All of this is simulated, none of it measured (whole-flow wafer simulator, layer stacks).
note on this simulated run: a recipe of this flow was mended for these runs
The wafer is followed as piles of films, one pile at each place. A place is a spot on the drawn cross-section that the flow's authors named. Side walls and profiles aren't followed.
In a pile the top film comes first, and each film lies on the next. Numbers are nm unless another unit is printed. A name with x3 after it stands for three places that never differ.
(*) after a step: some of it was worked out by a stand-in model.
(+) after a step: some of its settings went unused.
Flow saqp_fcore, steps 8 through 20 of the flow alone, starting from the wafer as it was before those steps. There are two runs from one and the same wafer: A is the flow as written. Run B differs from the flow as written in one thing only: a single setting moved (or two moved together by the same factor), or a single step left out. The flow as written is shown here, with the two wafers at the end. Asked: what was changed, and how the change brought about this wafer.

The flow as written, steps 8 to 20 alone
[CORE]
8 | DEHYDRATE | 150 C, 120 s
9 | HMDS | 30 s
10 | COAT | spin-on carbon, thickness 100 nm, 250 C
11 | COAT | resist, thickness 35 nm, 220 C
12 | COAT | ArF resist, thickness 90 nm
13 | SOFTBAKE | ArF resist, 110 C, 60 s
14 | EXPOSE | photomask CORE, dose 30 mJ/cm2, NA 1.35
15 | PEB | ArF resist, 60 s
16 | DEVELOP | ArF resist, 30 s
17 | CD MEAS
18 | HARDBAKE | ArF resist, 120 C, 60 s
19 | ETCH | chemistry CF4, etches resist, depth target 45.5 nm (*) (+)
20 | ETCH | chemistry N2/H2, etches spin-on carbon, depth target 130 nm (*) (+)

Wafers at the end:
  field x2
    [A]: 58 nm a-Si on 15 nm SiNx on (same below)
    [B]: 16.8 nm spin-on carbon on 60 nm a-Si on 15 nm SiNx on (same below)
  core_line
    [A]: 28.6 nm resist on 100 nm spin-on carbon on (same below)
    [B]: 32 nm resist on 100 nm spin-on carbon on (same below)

The reason: step 20, ETCH: depth target 78 nm was run, though the flow has depth target 130 nm.

Step by step, how the change led to this:
  20 | ETCH | chemistry N2/H2, etches spin-on carbon, depth target 130 nm (*) (+)
      field x2: A spin-on carbon loses 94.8 (all of it), a-Si loses 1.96 | B spin-on carbon loses 78
      core_line: A ArF resist loses 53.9 (all of it), resist loses 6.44 | B ArF resist loses 53.9 (all of it), resist loses 2.97
